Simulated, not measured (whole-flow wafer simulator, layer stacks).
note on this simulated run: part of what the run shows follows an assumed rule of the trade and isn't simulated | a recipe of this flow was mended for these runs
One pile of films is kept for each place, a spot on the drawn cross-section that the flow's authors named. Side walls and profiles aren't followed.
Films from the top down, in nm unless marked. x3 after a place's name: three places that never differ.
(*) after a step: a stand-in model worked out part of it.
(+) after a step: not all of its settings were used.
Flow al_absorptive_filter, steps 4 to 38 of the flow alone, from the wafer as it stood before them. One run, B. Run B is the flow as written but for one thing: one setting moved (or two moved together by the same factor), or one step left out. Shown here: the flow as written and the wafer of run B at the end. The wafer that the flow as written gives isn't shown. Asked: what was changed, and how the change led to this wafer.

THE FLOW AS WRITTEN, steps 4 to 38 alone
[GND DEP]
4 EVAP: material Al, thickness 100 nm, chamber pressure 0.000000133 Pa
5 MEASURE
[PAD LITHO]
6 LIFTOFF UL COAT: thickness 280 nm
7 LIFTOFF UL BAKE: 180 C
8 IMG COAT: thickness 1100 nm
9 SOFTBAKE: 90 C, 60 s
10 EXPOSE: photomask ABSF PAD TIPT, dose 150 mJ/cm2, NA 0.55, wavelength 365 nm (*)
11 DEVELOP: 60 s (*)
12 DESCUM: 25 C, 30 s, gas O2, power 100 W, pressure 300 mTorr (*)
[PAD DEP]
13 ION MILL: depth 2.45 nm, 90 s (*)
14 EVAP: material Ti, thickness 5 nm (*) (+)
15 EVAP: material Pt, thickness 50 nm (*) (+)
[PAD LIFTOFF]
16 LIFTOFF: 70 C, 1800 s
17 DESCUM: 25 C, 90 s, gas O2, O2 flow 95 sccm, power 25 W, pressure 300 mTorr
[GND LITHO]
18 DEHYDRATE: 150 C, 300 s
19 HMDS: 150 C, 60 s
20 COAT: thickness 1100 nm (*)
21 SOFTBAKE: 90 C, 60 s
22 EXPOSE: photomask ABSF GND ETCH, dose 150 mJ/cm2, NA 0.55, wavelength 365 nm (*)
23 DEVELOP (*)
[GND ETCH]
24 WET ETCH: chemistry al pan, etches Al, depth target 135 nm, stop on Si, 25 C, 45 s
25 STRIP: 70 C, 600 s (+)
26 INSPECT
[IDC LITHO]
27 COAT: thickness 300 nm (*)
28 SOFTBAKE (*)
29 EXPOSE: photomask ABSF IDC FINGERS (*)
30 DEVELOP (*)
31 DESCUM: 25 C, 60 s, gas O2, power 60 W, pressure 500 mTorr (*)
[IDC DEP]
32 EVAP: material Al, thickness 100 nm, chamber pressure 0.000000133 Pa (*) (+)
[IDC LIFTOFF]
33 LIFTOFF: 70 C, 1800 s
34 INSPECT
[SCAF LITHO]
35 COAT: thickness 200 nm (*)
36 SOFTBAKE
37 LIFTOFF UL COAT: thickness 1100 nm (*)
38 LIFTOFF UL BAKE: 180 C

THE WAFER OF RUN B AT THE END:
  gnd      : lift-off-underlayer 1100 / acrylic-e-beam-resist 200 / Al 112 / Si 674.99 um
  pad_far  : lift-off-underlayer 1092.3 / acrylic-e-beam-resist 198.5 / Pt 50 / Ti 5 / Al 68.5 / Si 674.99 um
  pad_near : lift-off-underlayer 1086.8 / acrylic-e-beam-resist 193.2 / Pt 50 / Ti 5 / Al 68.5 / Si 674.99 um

The cause: step 4, EVAP: thickness 112 nm was run, where the flow has thickness 100 nm.
It can be read off the wafer: gnd has Al 112, and step 4 as written asks for 100 nm.

How the change led to this, step by step:
  4 EVAP: material Al, thickness 100 nm, chamber pressure 0.000000133 Pa
      gnd, pad_far, pad_near and 11 more: Al +112 (new film) (as written it would be: Al +100 (new film))
  24 WET ETCH: chemistry al pan, etches Al, depth target 135 nm, stop on Si, 25 C, 45 s
      res, xl_gap, idc_field, idc_line, idc_space: Al -98.7 (all of it) (as written it would be: Al -86.7 (all of it))
  27 COAT: thickness 300 nm (*)
      xl_gap: e-beam-resist +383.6 (new film) (as written it would be: e-beam-resist +374.7 (new film))
  33 LIFTOFF: 70 C, 1800 s
      xl_gap: Al -100 (all of it), e-beam-resist -374.6 (all of it) (as written it would be: Al -100 (all of it), e-beam-resist -365.7 (all of it))
  35 COAT: thickness 200 nm (*)
      ledge: acrylic-e-beam-resist +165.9 (new film) (as written it would be: acrylic-e-beam-resist +169.8 (new film))
      xl_gap: acrylic-e-beam-resist +273.6 (new film) (as written it would be: acrylic-e-beam-resist +265.9 (new film))
